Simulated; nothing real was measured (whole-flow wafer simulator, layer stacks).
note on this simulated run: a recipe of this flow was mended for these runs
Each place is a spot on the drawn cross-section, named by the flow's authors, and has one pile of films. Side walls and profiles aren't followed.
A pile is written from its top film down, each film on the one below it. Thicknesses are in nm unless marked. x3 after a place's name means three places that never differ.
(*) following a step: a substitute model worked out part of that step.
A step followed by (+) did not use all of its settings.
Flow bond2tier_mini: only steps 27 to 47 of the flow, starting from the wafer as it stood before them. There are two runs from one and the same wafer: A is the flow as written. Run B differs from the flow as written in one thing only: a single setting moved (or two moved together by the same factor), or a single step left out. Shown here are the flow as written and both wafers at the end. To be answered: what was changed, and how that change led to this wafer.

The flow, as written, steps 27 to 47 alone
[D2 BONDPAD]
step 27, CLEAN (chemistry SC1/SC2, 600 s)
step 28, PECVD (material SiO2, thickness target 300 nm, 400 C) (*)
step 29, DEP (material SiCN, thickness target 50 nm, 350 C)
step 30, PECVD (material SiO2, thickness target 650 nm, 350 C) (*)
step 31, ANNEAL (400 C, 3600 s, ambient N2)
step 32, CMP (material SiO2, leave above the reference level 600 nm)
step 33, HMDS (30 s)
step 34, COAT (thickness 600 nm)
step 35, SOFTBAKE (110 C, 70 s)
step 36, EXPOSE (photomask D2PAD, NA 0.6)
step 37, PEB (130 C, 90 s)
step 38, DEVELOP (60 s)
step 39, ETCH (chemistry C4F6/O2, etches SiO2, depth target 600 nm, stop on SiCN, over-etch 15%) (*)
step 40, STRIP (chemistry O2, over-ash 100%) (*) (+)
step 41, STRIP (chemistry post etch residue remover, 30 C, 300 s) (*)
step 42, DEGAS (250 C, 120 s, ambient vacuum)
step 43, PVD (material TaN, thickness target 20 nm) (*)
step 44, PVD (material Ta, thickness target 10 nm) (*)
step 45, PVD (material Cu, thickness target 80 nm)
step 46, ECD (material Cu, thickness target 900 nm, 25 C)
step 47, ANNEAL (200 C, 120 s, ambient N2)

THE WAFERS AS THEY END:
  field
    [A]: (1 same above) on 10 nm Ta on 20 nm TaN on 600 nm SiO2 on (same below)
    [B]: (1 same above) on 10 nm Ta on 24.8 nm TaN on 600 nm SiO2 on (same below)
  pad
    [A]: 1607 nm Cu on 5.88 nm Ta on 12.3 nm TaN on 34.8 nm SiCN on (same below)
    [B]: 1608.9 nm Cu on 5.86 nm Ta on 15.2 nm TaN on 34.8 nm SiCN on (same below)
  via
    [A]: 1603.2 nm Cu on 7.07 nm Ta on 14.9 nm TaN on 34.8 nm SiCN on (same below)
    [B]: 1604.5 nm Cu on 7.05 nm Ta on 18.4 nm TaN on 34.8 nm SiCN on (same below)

The reason: step 43, PVD: thickness target 24.8 nm was run, while the flow as written has thickness target 20 nm.
The wafer itself shows it: field has TaN 24.8, and step 43 as written asks for 20 nm.

Step by step, how the change led to this:
  step 43, PVD (material TaN, thickness target 20 nm) (*)
      field: A TaN gains 20 (new film) | B TaN gains 24.8 (new film)
      pad: A TaN gains 12.3 (new film) | B TaN gains 15.2 (new film)
      (also at 1 further place)
